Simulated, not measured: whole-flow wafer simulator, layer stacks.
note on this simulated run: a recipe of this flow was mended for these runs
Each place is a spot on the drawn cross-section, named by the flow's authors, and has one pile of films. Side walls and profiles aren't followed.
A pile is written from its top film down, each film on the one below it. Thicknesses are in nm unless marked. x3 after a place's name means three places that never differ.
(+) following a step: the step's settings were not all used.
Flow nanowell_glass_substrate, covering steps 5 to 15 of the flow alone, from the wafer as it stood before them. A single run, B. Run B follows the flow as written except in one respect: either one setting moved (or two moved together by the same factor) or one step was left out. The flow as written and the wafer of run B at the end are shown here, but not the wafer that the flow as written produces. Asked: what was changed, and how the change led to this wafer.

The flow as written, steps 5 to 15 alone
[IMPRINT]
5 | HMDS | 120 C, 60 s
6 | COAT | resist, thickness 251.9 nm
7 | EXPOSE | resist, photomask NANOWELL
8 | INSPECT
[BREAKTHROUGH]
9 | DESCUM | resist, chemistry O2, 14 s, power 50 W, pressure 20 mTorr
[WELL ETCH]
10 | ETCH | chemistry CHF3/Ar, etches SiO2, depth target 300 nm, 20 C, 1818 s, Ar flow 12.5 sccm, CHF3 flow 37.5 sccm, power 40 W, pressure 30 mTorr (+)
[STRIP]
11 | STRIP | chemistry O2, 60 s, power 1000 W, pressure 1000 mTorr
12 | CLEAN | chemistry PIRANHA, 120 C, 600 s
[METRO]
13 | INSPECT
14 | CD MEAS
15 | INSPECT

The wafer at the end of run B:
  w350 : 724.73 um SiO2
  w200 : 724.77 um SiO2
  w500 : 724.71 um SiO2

What caused this: step 6, COAT: thickness 299.1 nm was run, though the flow has thickness 251.9 nm.

How this came from the change, step by step:
  6 | COAT | resist, thickness 251.9 nm
      land, w350, w200, w500, w700: resist gains 299.1 (new film) (it would be, as written: resist gains 251.9 (new film))
  7 | EXPOSE | resist, photomask NANOWELL
      land: resist gains 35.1 (it would be, as written: resist gains 39.3)
  9 | DESCUM | resist, chemistry O2, 14 s, power 50 W, pressure 20 mTorr
      w350, w200, w500, w700: resist loses 34.9 (it would be, as written: resist loses 18.2 (all of it))
  10 | ETCH | chemistry CHF3/Ar, etches SiO2, depth target 300 nm, 20 C, 1818 s, Ar flow 12.5 sccm, CHF3 flow 37.5 sccm, power 40 W, pressure 30 mTorr (+)
      w350: resist loses 26.3 (all of it), SiO2 loses 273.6 (it would be, as written: SiO2 loses 300)
      w200: resist loses 26.3 (all of it), SiO2 loses 233.4 (it would be, as written: SiO2 loses 260.5)
      (as well as at 3 more places)
  11 | STRIP | chemistry O2, 60 s, power 1000 W, pressure 1000 mTorr
      land: resist loses 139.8 (all of it) (it would be, as written: resist loses 100.2 (all of it))
